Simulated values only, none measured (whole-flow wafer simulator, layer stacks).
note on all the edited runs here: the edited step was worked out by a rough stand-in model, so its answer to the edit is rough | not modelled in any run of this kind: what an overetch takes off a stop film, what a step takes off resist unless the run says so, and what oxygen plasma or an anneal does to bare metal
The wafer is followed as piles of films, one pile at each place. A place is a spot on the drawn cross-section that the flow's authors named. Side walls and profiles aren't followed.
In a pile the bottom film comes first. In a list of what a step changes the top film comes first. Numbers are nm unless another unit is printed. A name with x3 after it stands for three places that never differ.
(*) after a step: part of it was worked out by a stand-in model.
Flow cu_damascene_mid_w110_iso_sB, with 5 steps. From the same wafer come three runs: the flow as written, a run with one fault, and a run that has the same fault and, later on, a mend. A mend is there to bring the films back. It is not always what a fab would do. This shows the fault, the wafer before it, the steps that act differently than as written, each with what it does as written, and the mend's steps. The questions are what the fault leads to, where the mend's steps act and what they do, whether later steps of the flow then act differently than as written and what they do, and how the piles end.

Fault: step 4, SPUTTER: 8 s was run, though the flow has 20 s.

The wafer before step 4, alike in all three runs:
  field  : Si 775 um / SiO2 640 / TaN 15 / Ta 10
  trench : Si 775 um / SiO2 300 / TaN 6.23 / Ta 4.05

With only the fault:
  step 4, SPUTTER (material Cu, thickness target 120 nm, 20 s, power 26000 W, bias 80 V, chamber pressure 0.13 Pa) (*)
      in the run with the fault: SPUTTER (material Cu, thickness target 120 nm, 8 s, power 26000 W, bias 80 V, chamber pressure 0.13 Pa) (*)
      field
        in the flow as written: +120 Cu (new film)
        in the run with the fault: +48 Cu (new film)
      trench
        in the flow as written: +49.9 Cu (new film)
        in the run with the fault: +20 Cu (new film)
  Steps further on in the flow that do not act as written:
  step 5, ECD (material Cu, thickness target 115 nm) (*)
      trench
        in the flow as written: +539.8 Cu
        in the run with the fault: +497.8 Cu
  The piles end different from the flow's at field, trench by more than 2% or 0.5 nm, whichever is larger.
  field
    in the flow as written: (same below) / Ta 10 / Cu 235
    in the run with the fault: (same below) / Ta 10 / Cu 163
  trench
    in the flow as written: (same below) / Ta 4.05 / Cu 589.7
    in the run with the fault: (same below) / Ta 4.05 / Cu 517.7

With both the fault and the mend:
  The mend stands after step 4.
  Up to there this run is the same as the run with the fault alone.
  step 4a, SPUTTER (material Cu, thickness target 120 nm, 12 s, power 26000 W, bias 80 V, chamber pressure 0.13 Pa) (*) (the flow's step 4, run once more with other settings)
      field
        +72 Cu
      trench
        +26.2 Cu
  None of the later steps of the flow differs from how it acts as written, at any place that is followed, by more than 2% or 0.5 nm, whichever is larger.
  The piles end the same as the flow's at every place that both follow.
